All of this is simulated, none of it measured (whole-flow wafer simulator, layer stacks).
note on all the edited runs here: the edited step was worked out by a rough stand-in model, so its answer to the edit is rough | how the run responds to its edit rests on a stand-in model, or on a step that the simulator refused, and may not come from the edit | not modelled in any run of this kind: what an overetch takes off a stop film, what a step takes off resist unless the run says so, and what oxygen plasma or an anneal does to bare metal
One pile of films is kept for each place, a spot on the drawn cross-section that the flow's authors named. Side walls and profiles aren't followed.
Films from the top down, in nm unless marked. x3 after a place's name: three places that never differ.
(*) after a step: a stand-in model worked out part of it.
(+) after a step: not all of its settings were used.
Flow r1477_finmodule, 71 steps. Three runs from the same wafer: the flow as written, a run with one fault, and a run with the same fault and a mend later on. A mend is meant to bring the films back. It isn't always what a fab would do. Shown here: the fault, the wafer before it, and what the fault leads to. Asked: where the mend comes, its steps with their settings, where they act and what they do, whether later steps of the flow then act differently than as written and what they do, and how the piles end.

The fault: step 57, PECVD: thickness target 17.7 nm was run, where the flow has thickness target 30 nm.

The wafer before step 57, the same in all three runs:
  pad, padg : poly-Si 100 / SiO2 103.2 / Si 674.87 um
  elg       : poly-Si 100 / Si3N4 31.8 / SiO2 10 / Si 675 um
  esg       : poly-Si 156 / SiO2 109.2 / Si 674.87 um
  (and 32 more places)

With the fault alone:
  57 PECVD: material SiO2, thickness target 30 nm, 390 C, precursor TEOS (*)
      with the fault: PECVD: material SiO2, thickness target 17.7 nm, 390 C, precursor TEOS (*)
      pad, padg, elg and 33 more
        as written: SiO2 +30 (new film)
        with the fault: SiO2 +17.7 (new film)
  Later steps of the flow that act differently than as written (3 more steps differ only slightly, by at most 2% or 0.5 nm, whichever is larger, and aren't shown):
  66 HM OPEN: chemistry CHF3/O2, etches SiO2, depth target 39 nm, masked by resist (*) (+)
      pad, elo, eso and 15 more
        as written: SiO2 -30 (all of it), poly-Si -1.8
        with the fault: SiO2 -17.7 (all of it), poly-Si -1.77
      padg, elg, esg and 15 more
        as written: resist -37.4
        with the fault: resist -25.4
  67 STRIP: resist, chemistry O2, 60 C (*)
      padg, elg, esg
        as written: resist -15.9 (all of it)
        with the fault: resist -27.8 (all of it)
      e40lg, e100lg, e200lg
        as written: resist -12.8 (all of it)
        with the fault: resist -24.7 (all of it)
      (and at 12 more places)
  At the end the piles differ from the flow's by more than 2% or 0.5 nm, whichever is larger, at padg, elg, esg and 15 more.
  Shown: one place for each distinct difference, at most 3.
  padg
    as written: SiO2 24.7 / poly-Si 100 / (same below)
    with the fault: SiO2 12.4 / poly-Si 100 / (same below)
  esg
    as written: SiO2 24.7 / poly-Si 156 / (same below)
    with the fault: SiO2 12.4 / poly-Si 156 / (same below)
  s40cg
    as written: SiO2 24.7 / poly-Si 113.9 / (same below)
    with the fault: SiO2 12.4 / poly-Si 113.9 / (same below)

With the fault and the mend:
  The mend comes after step 58.
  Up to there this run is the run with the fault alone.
  58a PECVD: material SiO2, thickness target 12.3 nm, 390 C, precursor TEOS (*) (the flow's step 57 once more, with other settings)
      pad, padg, elg and 33 more
        SiO2 +12.3
  No later step of the flow acts differently than as written at any place that is followed.
  At the end the piles are the same as the flow's at every place that both follow.
